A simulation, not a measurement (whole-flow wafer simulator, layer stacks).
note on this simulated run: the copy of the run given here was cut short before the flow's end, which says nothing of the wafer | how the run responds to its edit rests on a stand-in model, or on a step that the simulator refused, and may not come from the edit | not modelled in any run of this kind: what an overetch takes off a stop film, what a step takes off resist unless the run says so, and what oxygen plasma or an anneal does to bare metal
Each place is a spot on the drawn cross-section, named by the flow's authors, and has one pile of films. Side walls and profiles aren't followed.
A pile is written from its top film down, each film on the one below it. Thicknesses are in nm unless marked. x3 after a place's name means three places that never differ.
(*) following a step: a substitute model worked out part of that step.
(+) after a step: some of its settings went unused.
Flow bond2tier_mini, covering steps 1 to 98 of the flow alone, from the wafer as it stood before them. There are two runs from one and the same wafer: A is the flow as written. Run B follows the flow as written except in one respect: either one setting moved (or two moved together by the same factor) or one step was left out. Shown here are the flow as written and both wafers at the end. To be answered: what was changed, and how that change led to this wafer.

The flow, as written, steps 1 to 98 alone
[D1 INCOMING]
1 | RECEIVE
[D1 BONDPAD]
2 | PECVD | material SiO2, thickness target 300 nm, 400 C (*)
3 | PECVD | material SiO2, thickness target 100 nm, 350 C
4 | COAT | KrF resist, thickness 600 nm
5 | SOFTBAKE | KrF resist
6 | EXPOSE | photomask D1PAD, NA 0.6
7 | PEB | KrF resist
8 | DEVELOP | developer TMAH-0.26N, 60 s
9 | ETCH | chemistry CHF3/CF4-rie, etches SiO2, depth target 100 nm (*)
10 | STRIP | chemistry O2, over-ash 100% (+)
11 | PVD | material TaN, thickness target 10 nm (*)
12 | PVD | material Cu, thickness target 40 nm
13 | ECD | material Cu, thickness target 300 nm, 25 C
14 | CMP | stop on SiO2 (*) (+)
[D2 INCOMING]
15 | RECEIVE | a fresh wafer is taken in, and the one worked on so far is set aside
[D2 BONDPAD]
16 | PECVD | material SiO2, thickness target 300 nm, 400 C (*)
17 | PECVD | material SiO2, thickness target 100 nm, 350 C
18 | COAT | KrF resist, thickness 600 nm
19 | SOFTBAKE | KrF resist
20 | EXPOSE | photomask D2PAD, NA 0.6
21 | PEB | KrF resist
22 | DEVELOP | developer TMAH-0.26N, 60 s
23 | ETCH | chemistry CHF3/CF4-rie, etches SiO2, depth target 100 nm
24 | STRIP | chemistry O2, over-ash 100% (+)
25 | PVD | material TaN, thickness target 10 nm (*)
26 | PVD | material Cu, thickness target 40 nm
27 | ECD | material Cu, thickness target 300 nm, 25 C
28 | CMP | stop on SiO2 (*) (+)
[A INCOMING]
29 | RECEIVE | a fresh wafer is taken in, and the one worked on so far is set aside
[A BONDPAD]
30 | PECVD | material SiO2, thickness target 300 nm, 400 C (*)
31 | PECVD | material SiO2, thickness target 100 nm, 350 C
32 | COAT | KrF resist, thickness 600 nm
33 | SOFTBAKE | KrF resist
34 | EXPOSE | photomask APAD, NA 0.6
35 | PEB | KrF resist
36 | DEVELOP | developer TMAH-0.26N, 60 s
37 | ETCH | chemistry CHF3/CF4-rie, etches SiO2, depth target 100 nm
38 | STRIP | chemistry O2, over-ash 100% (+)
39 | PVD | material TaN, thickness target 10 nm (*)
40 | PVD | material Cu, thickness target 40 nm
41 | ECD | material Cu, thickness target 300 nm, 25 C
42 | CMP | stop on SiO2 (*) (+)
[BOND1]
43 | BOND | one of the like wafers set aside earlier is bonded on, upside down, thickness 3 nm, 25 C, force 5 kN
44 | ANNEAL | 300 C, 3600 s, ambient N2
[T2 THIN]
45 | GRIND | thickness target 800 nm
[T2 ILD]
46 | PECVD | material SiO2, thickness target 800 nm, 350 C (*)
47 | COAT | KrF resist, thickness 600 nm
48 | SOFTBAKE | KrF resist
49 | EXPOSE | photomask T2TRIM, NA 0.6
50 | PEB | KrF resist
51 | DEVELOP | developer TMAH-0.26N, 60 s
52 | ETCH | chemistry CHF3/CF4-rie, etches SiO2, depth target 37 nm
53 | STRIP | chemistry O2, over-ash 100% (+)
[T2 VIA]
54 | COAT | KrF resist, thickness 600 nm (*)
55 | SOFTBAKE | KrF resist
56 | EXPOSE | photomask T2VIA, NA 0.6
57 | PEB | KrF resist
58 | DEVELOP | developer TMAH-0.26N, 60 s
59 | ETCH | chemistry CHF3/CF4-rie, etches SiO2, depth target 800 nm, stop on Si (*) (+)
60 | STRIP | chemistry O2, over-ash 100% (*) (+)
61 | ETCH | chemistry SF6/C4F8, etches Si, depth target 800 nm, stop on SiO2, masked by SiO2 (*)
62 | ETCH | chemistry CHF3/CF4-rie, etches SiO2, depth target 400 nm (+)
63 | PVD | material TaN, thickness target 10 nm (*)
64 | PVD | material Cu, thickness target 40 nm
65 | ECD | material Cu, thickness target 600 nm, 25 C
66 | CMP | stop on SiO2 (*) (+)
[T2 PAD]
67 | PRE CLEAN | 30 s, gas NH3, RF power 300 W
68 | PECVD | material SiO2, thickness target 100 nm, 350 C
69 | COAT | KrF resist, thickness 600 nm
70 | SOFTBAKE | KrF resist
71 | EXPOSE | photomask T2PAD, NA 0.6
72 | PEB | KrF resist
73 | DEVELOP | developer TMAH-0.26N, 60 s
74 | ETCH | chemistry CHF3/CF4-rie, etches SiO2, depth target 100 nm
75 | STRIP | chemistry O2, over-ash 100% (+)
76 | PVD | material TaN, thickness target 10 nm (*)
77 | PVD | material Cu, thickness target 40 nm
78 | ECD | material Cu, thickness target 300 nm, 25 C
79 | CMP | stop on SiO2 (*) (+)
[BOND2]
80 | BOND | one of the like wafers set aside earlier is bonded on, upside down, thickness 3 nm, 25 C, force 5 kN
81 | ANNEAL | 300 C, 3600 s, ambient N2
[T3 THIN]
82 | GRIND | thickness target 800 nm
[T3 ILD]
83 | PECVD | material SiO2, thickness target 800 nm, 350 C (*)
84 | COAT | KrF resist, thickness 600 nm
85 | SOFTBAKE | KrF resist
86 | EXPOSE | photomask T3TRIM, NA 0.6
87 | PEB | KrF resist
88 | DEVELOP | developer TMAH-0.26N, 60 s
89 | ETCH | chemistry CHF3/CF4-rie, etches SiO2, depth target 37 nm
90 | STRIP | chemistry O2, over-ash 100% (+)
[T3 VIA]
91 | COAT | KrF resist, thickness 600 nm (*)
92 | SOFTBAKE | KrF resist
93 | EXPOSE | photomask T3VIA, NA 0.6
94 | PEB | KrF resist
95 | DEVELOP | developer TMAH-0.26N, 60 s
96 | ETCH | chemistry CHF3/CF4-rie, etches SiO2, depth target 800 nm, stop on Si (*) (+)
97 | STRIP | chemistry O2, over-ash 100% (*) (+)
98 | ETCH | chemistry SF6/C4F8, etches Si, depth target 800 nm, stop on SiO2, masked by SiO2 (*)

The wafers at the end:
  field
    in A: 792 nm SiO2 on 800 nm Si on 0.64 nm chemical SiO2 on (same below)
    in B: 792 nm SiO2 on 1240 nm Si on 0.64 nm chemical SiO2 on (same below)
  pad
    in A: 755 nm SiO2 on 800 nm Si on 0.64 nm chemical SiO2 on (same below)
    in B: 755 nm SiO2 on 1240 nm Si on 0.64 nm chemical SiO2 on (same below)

Cause: step 82, GRIND: thickness target 1240 nm was run, though the flow has thickness target 800 nm.
The wafer lets one read it off: field has Si 1240, and step 82 as written asks for 800 nm.

The path from the change to this, step by step:
  82 | GRIND | thickness target 800 nm
      field, pad: A Si loses 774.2 um | B Si loses 773.76 um
